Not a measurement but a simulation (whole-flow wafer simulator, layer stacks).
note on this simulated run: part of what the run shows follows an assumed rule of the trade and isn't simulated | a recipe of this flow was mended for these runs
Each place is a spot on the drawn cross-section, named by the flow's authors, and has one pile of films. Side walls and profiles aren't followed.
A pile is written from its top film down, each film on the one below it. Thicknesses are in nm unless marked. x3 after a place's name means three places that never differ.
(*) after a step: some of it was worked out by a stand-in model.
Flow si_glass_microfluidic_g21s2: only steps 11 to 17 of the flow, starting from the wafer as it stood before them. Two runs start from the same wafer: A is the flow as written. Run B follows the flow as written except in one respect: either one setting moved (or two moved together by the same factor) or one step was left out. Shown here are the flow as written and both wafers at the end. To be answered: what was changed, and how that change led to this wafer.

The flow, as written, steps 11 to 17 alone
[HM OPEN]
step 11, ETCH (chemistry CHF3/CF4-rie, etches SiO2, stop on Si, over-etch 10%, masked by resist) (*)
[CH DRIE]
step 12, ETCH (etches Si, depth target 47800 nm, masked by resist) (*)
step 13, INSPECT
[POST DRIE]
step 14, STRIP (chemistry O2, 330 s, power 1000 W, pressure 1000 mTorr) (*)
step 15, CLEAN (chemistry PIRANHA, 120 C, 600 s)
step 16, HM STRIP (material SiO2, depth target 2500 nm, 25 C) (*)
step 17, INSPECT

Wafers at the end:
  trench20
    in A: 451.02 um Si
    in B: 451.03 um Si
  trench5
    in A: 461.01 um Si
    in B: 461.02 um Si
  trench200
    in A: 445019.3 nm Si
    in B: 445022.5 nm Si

Cause: step 11, ETCH: over-etch 5.5% was run, though the flow has over-etch 10%.

How this came from the change, step by step:
  step 11, ETCH (chemistry CHF3/CF4-rie, etches SiO2, stop on Si, over-etch 10%, masked by resist) (*)
      trench20, trench5, trench200: A -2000 SiO2 (all of it), -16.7 Si | B -2000 SiO2 (all of it), -9.17 Si
      land: A -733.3 thick-i-line-resist | B -703.3 thick-i-line-resist
